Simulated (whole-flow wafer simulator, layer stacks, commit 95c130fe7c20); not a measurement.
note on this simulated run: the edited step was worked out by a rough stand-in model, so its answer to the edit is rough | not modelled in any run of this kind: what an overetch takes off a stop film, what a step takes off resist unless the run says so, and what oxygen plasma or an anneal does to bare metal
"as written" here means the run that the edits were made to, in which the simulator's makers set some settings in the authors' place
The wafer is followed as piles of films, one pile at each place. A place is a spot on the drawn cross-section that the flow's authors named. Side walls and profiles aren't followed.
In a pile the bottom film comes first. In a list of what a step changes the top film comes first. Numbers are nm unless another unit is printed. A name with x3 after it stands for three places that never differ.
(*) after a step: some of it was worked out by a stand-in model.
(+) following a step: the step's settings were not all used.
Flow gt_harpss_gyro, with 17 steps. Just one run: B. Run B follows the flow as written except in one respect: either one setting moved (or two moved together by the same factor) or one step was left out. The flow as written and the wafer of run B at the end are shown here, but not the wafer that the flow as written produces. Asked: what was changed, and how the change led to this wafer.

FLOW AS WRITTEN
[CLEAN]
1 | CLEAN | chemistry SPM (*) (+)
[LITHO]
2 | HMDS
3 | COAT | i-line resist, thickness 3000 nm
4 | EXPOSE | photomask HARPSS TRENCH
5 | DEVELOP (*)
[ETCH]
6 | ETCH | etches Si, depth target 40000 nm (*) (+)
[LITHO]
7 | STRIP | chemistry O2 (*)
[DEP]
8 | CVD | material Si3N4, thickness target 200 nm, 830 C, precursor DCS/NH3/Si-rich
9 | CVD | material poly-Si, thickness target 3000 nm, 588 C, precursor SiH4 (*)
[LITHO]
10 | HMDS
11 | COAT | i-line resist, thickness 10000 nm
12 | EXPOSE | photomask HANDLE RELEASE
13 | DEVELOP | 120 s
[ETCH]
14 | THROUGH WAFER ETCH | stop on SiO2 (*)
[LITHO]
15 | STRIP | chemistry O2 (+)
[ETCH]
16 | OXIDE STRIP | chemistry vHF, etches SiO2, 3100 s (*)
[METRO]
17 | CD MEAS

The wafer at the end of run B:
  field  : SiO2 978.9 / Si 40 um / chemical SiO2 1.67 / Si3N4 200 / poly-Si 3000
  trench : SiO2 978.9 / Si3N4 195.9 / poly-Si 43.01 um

What caused this: step 16, OXIDE STRIP: 1318 s was run, though the flow has 3100 s.

The path from the change to this, step by step:
  16 | OXIDE STRIP | chemistry vHF, etches SiO2, 3100 s (*)
      field: under 4 films: SiO2 loses 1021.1 (in the flow as written it would be: under 4 films: SiO2 loses 2000 (all of it))
      trench: under 2 films: SiO2 loses 1021.1 (in the flow as written it would be: under 2 films: SiO2 loses 2000 (all of it))
